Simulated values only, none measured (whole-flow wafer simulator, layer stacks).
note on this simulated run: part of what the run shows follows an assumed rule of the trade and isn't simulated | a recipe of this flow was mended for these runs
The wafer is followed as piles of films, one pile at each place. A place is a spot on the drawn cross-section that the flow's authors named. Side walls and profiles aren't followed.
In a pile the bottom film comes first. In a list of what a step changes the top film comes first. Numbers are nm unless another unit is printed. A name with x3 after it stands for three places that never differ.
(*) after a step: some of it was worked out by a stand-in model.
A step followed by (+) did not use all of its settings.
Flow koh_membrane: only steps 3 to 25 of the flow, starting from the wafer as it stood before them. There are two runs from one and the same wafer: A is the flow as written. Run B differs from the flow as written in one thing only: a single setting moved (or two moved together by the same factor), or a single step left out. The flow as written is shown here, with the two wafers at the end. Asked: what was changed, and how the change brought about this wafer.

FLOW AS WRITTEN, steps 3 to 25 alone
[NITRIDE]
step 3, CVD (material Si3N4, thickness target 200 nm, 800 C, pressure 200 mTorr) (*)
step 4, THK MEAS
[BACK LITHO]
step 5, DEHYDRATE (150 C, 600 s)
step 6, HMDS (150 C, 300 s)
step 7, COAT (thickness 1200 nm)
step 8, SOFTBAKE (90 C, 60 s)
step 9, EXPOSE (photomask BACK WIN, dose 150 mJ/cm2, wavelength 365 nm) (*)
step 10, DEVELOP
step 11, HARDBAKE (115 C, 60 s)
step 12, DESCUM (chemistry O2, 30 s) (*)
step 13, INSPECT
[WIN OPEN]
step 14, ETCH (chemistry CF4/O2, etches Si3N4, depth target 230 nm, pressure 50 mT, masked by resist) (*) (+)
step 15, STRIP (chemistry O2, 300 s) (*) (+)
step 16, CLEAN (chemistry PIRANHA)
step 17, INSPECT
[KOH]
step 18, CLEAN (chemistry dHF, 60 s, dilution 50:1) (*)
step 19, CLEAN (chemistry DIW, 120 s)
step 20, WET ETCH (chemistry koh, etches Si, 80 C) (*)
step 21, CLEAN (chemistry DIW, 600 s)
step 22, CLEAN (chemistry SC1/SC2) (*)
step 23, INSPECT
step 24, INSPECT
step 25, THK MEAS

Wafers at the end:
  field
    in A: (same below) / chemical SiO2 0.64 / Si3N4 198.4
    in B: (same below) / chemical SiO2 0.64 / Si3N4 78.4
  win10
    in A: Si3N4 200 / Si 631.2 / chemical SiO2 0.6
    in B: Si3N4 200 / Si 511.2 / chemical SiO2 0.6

Cause: step 3, CVD: thickness target 80 nm was run, whereas the flow has thickness target 200 nm.

Step by step, how the change led to this:
  step 3, CVD (material Si3N4, thickness target 200 nm, 800 C, pressure 200 mTorr) (*)
      field, win20 x4, win10: A +200 Si3N4 (new film) | B +80 Si3N4 (new film)
  step 14, ETCH (chemistry CF4/O2, etches Si3N4, depth target 230 nm, pressure 50 mT, masked by resist) (*) (+)
      win20 x4, win10: A -200 Si3N4 (all of it), -0.64 chemical SiO2 (all of it), -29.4 Si | B -80 Si3N4 (all of it), -0.64 chemical SiO2 (all of it), -149.4 Si
